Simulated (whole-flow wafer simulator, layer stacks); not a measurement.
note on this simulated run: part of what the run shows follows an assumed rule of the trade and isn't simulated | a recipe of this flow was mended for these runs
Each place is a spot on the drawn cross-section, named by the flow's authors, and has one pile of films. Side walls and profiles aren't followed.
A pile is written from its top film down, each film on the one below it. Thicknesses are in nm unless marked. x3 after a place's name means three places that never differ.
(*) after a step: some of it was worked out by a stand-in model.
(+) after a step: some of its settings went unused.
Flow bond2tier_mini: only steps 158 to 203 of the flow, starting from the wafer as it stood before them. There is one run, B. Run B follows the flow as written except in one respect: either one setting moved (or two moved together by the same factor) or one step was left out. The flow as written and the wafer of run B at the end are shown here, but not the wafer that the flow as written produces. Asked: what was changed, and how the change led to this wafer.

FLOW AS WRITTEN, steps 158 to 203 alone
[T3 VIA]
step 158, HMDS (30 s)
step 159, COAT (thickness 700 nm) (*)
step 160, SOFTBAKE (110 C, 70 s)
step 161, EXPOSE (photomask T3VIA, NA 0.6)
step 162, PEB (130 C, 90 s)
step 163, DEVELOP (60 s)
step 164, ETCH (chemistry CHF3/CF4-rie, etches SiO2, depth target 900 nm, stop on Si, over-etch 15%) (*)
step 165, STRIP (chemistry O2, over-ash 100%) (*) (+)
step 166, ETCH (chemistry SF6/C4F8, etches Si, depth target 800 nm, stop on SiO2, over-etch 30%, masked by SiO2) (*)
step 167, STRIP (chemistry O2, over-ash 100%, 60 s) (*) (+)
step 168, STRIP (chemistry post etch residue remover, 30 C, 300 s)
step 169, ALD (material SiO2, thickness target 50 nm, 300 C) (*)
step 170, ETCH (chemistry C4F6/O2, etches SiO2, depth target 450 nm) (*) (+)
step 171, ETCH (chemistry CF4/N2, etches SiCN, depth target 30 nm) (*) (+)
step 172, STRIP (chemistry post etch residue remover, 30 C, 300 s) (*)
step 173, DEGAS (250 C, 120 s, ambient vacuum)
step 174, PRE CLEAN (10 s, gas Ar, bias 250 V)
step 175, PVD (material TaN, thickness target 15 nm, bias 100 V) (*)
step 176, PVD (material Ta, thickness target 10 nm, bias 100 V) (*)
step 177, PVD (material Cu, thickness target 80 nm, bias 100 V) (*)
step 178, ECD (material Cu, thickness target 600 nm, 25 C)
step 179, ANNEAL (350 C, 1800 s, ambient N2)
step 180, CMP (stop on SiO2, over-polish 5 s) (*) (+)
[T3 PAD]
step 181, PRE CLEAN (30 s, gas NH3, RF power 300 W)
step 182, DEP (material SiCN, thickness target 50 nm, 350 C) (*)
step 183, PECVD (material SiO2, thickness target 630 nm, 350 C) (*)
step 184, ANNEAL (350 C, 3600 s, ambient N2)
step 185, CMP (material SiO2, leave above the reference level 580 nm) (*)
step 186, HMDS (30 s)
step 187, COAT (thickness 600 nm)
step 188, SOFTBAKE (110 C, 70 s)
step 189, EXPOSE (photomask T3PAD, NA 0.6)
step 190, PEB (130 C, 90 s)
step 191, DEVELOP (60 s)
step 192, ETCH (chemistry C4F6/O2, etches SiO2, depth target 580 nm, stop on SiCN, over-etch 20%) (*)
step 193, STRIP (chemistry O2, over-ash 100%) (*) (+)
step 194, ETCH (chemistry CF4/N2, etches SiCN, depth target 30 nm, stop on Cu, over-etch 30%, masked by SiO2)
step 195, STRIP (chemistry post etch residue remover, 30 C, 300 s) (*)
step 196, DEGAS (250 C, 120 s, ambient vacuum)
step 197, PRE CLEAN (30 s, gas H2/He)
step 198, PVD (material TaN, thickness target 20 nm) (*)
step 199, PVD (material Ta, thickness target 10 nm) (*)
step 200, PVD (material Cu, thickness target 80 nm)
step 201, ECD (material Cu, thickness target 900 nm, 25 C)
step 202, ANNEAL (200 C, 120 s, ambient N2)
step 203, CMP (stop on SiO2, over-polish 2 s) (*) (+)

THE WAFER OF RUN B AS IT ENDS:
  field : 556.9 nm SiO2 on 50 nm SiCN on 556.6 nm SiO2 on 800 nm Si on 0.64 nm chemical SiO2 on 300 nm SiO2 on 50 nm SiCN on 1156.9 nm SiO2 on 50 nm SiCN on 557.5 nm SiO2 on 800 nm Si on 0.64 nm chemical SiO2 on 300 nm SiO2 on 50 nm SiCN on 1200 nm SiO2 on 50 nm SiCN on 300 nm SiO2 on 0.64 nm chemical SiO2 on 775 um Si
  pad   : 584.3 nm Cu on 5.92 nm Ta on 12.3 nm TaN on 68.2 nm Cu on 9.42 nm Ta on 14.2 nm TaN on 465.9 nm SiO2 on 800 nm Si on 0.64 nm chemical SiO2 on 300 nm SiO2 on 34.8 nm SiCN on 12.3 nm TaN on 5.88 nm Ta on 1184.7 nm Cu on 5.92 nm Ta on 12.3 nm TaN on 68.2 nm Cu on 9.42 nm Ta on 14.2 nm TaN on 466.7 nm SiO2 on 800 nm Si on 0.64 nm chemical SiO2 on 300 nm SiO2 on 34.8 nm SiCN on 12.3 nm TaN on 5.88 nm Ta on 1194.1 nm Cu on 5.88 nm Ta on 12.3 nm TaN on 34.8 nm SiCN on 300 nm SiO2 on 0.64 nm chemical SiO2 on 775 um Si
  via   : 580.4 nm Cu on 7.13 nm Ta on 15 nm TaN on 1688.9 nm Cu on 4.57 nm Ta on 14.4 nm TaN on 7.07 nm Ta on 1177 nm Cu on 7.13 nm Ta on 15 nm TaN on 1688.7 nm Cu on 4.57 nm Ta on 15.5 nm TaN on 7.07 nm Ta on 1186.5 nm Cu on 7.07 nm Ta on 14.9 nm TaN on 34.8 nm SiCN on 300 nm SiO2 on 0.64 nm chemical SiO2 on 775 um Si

The reason: step 174, PRE CLEAN: bias 362 V was run, though the flow has bias 250 V.

How this came from the change, step by step:
  step 174, PRE CLEAN (10 s, gas Ar, bias 250 V)
      field, pad: SiO2 loses 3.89 (as written it would have been: SiO2 loses 3)
      via: TaN loses 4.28 (as written it would have been: TaN loses 3.19)
